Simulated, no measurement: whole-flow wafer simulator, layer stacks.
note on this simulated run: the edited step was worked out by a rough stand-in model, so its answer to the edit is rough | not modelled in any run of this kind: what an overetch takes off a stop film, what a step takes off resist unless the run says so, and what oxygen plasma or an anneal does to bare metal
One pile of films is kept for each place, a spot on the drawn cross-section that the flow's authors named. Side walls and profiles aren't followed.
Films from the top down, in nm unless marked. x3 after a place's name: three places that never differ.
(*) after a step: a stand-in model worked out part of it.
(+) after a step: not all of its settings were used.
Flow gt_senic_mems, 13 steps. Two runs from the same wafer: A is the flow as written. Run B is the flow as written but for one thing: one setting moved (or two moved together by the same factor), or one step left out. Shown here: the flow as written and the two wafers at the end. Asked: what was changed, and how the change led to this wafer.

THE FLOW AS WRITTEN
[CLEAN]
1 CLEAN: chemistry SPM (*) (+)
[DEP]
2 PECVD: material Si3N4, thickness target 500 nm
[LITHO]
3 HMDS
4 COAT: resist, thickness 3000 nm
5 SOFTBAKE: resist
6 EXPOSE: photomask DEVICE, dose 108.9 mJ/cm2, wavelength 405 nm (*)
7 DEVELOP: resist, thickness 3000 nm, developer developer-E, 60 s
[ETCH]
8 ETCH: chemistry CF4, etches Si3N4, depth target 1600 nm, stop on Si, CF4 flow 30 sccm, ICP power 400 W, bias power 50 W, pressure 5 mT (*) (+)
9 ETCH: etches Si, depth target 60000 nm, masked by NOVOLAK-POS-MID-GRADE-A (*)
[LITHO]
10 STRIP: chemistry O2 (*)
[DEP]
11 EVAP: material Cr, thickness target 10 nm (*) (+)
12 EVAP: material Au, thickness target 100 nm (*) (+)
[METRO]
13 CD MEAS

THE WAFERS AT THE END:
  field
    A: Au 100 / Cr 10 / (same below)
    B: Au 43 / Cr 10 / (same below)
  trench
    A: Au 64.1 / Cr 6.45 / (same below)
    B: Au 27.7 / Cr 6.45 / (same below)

The cause: step 12, EVAP: thickness target 43 nm was run, where the flow has thickness target 100 nm.
It can be read off the wafer: field has Au 43, and step 12 as written asks for 100 nm.

How the change led to this, step by step:
  12 EVAP: material Au, thickness target 100 nm (*) (+)
      field: A Au +100 (new film) | B Au +43 (new film)
      trench: A Au +64.1 (new film) | B Au +27.7 (new film)
